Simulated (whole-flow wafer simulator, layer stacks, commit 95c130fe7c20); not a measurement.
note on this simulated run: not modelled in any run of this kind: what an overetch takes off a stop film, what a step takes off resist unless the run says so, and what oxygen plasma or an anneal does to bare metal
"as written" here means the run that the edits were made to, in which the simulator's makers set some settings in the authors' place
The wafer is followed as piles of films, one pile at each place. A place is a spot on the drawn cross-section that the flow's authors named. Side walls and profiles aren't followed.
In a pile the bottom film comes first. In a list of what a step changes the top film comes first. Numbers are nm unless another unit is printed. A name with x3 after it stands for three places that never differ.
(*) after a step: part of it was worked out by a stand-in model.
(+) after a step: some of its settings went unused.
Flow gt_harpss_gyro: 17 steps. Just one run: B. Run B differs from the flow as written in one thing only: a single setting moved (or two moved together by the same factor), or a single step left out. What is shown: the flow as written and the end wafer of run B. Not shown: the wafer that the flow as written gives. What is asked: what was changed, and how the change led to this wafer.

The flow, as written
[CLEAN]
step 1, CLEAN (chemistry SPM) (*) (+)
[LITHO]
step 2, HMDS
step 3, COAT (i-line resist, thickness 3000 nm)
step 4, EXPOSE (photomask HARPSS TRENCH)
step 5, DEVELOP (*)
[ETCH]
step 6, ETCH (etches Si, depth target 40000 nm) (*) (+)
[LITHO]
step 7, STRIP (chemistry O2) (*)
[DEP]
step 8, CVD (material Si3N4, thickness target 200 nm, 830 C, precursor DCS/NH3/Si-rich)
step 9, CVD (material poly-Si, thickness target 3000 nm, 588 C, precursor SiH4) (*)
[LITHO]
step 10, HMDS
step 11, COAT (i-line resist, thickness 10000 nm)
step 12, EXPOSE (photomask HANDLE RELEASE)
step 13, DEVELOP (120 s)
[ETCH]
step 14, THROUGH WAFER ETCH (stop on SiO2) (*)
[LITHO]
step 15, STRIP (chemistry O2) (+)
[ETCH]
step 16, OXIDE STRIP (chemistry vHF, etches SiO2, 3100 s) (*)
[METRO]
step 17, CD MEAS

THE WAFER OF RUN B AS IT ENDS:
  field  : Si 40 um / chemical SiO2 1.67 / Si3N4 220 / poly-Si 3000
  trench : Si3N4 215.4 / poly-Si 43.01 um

What caused this: step 8, CVD: thickness target 220 nm was run, whereas the flow has thickness target 200 nm.
The wafer lets one read it off: field has Si3N4 220, and step 8 as written asks for 200 nm.

Step by step, how the change led to this:
  step 8, CVD (material Si3N4, thickness target 200 nm, 830 C, precursor DCS/NH3/Si-rich)
      field: Si3N4 gains 220 (new film) (in the flow as written it would be: Si3N4 gains 200 (new film))
      trench: Si3N4 gains 215.4 (new film) (in the flow as written it would be: Si3N4 gains 195.9 (new film))
